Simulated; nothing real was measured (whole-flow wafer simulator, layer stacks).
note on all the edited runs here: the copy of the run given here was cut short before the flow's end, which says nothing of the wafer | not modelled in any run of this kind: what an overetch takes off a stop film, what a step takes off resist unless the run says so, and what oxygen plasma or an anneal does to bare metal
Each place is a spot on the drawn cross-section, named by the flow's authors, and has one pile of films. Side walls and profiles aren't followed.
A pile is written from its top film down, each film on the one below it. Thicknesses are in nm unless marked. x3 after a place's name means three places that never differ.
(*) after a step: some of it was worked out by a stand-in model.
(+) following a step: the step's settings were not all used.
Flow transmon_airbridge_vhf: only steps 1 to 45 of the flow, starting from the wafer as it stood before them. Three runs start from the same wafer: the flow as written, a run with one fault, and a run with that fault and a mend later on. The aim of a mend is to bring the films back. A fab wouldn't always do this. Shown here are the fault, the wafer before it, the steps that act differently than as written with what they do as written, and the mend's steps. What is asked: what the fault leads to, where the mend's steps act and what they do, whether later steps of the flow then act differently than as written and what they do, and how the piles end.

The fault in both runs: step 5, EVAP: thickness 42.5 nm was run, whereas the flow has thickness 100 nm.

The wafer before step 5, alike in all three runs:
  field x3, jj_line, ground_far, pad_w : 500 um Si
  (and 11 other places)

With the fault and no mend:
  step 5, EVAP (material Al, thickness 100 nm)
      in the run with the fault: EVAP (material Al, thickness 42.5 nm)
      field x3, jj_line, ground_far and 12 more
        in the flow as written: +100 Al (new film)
        in the run with the fault: +42.5 Al (new film)
  Steps later in the flow that act otherwise than as written (10 more steps, not shown, differ only slightly: by at most 2% or 0.5 nm, whichever is larger):
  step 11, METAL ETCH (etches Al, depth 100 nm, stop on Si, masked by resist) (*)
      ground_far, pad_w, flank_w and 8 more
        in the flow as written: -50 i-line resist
        in the run with the fault: -31.9 i-line resist
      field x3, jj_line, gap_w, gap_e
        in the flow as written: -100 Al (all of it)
        in the run with the fault: -42.5 Al (all of it)
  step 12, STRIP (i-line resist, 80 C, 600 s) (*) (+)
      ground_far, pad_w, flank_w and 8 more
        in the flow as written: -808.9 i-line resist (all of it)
        in the run with the fault: -827.1 i-line resist (all of it)
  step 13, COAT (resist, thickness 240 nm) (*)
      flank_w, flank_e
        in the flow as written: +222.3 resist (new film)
        in the run with the fault: +231.7 resist (new film)
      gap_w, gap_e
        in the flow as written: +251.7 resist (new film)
        in the run with the fault: +245.4 resist (new film)
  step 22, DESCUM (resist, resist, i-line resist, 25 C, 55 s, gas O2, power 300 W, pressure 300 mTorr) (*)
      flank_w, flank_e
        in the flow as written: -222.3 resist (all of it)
        in the run with the fault: -231.7 resist (all of it)
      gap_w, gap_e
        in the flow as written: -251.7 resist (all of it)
        in the run with the fault: -245.4 resist (all of it)
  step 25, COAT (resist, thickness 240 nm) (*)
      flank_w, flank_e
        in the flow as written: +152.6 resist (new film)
        in the run with the fault: +159.8 resist (new film)
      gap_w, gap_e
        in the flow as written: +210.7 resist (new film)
        in the run with the fault: +204.5 resist (new film)
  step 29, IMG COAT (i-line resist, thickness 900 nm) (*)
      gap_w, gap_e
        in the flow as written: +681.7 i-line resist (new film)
        in the run with the fault: +666.6 i-line resist (new film)
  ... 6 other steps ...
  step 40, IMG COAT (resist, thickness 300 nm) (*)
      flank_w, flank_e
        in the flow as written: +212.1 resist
        in the run with the fault: +220.3 resist
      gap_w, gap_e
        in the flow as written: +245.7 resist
        in the run with the fault: +240.4 resist
  At ground_far, pad_w, flank_w and 10 more, the piles at the end differ from the flow's by more than 2% or 0.5 nm, whichever is larger.
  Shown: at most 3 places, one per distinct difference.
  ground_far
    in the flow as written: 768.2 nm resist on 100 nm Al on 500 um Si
    in the run with the fault: 768.2 nm resist on 42.5 nm Al on 500 um Si
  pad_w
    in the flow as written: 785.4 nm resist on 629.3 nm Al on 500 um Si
    in the run with the fault: 785.6 nm resist on 591.3 nm Al on 499.99 um Si
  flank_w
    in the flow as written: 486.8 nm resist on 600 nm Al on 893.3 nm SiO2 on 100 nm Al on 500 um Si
    in the run with the fault: 498 nm resist on 600 nm Al on 893 nm SiO2 on 42.5 nm Al on 500 um Si

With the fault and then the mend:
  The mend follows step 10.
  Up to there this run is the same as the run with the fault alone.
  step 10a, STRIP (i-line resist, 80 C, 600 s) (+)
      ground_far, pad_w, flank_w and 8 more
        -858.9 i-line resist (all of it)
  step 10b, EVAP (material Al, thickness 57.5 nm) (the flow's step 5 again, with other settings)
      field x3, jj_line, ground_far and 12 more
        +57.5 Al
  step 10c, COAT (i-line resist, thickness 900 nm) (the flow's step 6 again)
      field x3, jj_line, ground_far and 12 more
        +900 i-line resist (new film)
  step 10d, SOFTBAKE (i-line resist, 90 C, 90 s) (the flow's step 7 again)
      leaves every film unchanged at each place that is followed
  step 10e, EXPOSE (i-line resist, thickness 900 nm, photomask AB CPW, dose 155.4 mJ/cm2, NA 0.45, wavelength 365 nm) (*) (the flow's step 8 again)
      leaves every film unchanged at each place that is followed
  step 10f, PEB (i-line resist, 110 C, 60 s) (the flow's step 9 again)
      field x3, jj_line, ground_far and 12 more
        -41 i-line resist
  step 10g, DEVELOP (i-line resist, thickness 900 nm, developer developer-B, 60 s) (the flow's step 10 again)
      ground_far, pad_w, flank_w and 8 more
        -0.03 i-line resist
      field x3, jj_line, gap_w, gap_e
        -859 i-line resist (all of it)
  None of the later steps of the flow acts differently than as written at any place that is followed.
  By the end, the piles equal the flow's at every place that both follow.
